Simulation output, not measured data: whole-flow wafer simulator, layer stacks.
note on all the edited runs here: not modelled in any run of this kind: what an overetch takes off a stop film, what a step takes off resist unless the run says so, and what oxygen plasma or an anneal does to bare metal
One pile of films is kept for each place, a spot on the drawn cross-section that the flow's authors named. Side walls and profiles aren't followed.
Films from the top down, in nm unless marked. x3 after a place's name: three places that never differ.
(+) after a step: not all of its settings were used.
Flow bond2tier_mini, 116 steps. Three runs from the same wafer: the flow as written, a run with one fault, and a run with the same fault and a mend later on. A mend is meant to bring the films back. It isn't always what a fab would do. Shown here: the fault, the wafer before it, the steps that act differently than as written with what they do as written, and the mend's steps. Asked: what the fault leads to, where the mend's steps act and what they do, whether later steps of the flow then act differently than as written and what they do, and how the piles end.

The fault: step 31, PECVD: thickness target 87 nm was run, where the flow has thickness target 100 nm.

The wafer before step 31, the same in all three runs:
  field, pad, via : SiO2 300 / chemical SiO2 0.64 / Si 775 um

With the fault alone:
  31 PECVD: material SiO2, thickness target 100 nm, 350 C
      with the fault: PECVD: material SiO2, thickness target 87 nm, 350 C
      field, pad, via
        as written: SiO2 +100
        with the fault: SiO2 +87
  No later step of the flow acts differently than as written at any place that is followed.
  At the end the piles differ from the flow's by more than 2% or 0.5 nm, whichever is larger, at pad.
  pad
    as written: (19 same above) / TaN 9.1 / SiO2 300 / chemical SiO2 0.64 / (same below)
    with the fault: (19 same above) / TaN 9.1 / SiO2 287 / chemical SiO2 0.64 / (same below)

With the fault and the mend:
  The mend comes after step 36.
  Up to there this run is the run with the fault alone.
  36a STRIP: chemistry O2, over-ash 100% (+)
      field
        KrF resist -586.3 (all of it)
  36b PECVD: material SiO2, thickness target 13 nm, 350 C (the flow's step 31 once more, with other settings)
      field, pad, via
        SiO2 +13
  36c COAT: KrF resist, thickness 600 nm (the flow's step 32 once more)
      field, pad, via
        KrF resist +600 (new film)
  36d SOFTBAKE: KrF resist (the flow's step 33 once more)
      changes no film at any place that is followed
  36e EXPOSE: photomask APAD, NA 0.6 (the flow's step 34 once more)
      changes no film at any place that is followed
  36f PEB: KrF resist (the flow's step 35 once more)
      changes no film at any place that is followed
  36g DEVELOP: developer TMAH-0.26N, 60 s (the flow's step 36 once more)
      pad, via
        KrF resist -600 (all of it)
      field
        KrF resist -13.7
  No later step of the flow acts differently than as written at any place that is followed.
  At the end the piles are the same as the flow's at every place that both follow.
